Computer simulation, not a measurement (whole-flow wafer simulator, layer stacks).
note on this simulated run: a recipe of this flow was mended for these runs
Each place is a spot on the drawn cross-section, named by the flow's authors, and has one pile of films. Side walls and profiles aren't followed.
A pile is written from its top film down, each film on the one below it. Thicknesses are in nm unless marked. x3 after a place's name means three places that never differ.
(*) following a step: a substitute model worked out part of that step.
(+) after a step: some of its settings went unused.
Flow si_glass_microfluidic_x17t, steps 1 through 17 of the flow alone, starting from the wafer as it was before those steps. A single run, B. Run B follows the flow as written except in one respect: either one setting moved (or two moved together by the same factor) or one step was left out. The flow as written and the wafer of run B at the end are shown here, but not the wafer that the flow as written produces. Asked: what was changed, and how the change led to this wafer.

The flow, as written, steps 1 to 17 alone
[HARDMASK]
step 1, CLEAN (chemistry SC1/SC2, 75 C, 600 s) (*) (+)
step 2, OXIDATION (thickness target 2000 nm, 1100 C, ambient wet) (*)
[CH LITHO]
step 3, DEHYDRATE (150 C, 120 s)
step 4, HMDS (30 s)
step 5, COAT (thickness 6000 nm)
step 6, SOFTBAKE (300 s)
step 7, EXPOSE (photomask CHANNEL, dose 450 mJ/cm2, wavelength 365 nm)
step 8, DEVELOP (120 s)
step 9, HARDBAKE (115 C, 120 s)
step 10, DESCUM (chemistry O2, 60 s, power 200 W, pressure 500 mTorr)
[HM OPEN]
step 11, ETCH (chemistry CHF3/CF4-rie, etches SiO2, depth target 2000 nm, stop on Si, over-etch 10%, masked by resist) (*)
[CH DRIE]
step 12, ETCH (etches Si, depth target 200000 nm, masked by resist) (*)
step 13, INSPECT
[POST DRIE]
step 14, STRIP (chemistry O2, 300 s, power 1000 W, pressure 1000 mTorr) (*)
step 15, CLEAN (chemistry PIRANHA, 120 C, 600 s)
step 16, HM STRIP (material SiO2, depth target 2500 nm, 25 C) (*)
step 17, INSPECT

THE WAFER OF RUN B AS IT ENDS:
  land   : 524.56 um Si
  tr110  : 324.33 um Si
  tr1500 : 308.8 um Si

What caused this: step 2, OXIDATION: thickness target 1000 nm was run, though the flow has thickness target 2000 nm.

How this came from the change, step by step:
  step 2, OXIDATION (thickness target 2000 nm, 1100 C, ambient wet) (*)
      land, tr110, tr1500, tr15: SiO2 gains 1000 (new film), chemical SiO2 loses 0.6 (all of it), Si loses 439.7 (it would be, as written: SiO2 gains 2000 (new film), chemical SiO2 loses 0.6 (all of it), Si loses 879.7)
  step 11, ETCH (chemistry CHF3/CF4-rie, etches SiO2, depth target 2000 nm, stop on Si, over-etch 10%, masked by resist) (*)
      tr110, tr1500, tr15: SiO2 loses 1000 (all of it), Si loses 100 (it would be, as written: SiO2 loses 2000 (all of it), Si loses 16.7)
      land: thick-i-line-resist loses 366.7 (it would be, as written: thick-i-line-resist loses 733.3)
  step 12, ETCH (etches Si, depth target 200000 nm, masked by resist) (*)
      tr1500: Si loses 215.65 um (it would be, as written: Si loses 215.73 um)
      tr15: Si loses 150.19 um (it would be, as written: Si loses 149.99 um)
  step 14, STRIP (chemistry O2, 300 s, power 1000 W, pressure 1000 mTorr) (*)
      land: thick-i-line-resist loses 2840 (all of it) (it would be, as written: thick-i-line-resist loses 2472.3 (all of it))
  step 16, HM STRIP (material SiO2, depth target 2500 nm, 25 C) (*)
      land: SiO2 loses 1000 (all of it) (it would be, as written: SiO2 loses 2000 (all of it))
